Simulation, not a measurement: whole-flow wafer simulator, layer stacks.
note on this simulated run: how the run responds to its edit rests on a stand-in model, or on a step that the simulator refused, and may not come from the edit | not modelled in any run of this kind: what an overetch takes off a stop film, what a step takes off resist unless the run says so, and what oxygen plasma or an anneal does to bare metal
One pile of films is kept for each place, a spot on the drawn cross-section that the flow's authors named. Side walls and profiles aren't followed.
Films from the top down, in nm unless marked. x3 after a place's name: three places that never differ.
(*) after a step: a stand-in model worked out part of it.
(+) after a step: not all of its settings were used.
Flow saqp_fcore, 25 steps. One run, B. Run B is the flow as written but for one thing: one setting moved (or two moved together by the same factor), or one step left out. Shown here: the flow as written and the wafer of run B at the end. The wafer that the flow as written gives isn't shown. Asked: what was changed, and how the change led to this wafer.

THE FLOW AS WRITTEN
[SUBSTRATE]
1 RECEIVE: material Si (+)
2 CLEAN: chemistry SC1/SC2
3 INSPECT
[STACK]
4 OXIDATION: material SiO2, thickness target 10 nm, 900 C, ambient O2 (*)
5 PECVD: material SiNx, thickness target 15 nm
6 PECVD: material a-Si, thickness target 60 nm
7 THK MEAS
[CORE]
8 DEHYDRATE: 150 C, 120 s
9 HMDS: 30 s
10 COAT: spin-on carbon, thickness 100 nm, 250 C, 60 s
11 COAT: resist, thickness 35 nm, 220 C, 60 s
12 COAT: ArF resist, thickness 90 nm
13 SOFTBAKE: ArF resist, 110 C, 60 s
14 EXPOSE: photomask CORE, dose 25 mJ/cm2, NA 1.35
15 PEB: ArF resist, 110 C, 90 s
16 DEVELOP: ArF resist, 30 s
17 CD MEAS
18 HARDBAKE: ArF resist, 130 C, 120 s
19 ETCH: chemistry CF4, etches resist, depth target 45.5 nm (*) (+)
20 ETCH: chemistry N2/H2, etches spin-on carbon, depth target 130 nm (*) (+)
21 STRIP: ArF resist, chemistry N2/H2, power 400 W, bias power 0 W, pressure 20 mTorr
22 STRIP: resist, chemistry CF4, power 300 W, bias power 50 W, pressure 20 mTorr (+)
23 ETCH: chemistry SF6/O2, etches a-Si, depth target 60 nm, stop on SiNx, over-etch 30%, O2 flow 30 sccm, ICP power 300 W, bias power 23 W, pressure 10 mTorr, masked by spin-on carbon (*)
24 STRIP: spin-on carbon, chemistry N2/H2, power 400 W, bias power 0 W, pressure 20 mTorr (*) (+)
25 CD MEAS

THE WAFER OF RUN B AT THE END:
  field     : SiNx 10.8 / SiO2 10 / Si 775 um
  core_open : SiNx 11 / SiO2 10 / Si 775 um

The cause: step 11, COAT: thickness 24.5 nm was run, where the flow has thickness 35 nm.

How the change led to this, step by step:
  11 COAT: resist, thickness 35 nm, 220 C, 60 s
      field, core_open, core_line: resist +24.5 (new film) (as written it would be: resist +35 (new film))
  19 ETCH: chemistry CF4, etches resist, depth target 45.5 nm (*) (+)
      field, core_open: resist -24.5 (all of it), spin-on carbon -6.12 (as written it would be: resist -35 (all of it), spin-on carbon -5.25)
      core_line: ArF resist -26.2 (as written it would be: ArF resist -32.5)
  20 ETCH: chemistry N2/H2, etches spin-on carbon, depth target 130 nm (*) (+)
      core_line: ArF resist -58.6 (all of it), resist -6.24 (as written it would be: ArF resist -52.4 (all of it), resist -6.5)
  22 STRIP: resist, chemistry CF4, power 300 W, bias power 50 W, pressure 20 mTorr (+)
      field: a-Si -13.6 (as written it would be: a-Si -21.2)
      core_open: a-Si -12 (as written it would be: a-Si -18.6)
      (and at 1 more place)
  23 ETCH: chemistry SF6/O2, etches a-Si, depth target 60 nm, stop on SiNx, over-etch 30%, O2 flow 30 sccm, ICP power 300 W, bias power 23 W, pressure 10 mTorr, masked by spin-on carbon (*)
      field: a-Si -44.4 (all of it), SiNx -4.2 (as written it would be: a-Si -36.9 (all of it), SiNx -5.14)
      core_open: a-Si -46 (all of it), SiNx -4.01 (as written it would be: a-Si -39.4 (all of it), SiNx -4.82)
      (and at 1 more place)
